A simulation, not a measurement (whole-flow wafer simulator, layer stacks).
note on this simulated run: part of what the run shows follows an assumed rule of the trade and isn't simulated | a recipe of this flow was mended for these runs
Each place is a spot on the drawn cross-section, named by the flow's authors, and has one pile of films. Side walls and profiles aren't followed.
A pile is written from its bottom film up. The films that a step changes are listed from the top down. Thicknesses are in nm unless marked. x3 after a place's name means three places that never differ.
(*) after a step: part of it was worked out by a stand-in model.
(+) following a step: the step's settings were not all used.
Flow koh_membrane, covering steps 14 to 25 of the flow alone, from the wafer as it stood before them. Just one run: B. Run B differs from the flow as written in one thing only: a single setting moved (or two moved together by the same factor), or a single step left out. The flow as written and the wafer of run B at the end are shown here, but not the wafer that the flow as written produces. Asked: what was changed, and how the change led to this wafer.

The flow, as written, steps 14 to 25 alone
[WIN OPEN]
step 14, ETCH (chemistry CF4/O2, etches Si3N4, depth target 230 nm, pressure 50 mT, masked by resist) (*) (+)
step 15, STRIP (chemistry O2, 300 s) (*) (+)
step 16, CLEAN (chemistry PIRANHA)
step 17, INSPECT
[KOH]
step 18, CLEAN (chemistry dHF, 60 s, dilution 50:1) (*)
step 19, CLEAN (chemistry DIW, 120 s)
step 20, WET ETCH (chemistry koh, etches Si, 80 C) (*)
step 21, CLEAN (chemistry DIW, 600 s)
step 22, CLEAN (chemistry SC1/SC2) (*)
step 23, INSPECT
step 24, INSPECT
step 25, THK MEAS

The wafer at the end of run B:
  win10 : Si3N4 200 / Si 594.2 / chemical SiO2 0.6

Cause: step 14, ETCH: depth target 267 nm was run, though the flow has depth target 230 nm.

The path from the change to this, step by step:
  step 14, ETCH (chemistry CF4/O2, etches Si3N4, depth target 230 nm, pressure 50 mT, masked by resist) (*) (+)
      win20 x4, win10: Si3N4 loses 200 (all of it), chemical SiO2 loses 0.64 (all of it), Si loses 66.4 (in the flow as written it would be: Si3N4 loses 200 (all of it), chemical SiO2 loses 0.64 (all of it), Si loses 29.4)
      field: i-line-resist loses 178 (in the flow as written it would be: i-line-resist loses 153.3)
  step 15, STRIP (chemistry O2, 300 s) (*) (+)
      field: i-line-resist loses 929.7 (all of it) (in the flow as written it would be: i-line-resist loses 954.4 (all of it))
